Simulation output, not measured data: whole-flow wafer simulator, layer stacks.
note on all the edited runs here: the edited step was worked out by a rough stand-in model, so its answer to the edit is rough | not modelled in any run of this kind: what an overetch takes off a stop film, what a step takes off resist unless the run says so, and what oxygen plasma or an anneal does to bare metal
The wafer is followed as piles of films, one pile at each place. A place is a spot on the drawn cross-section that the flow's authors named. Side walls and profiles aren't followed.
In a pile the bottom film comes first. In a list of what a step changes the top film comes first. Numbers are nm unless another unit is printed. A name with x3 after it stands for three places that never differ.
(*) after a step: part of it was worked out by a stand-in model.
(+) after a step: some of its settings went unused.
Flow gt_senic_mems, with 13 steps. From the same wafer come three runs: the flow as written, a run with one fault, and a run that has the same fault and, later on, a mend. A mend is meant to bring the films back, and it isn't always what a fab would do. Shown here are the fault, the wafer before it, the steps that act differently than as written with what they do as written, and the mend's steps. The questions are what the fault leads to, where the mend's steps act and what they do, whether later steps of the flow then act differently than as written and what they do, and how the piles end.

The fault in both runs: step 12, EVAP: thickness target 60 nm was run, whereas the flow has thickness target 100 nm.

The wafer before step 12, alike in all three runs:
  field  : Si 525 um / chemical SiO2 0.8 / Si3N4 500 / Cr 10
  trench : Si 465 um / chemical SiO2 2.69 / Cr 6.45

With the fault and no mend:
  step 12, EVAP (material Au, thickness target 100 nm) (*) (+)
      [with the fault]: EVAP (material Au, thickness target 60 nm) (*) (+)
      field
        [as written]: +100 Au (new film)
        [with the fault]: +60 Au (new film)
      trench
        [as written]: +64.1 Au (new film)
        [with the fault]: +38.6 Au (new film)
  Later steps of the flow that are run all act as written at every place that is followed.
  At field, trench, the piles at the end differ from the flow's by more than 2% or 0.5 nm, whichever is larger.
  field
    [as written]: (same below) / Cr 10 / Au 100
    [with the fault]: (same below) / Cr 10 / Au 60
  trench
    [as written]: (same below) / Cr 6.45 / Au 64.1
    [with the fault]: (same below) / Cr 6.45 / Au 38.6

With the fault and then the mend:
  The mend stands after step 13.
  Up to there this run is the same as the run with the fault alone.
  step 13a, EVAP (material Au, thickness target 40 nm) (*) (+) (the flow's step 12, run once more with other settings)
      field
        +40 Au
      trench
        +25.8 Au
  Later steps of the flow that are run all act as written at every place that is followed.
  When the end is reached, the piles differ only a little from the flow's at the places that both follow, at most by 2% or 0.5 nm, whichever is larger.
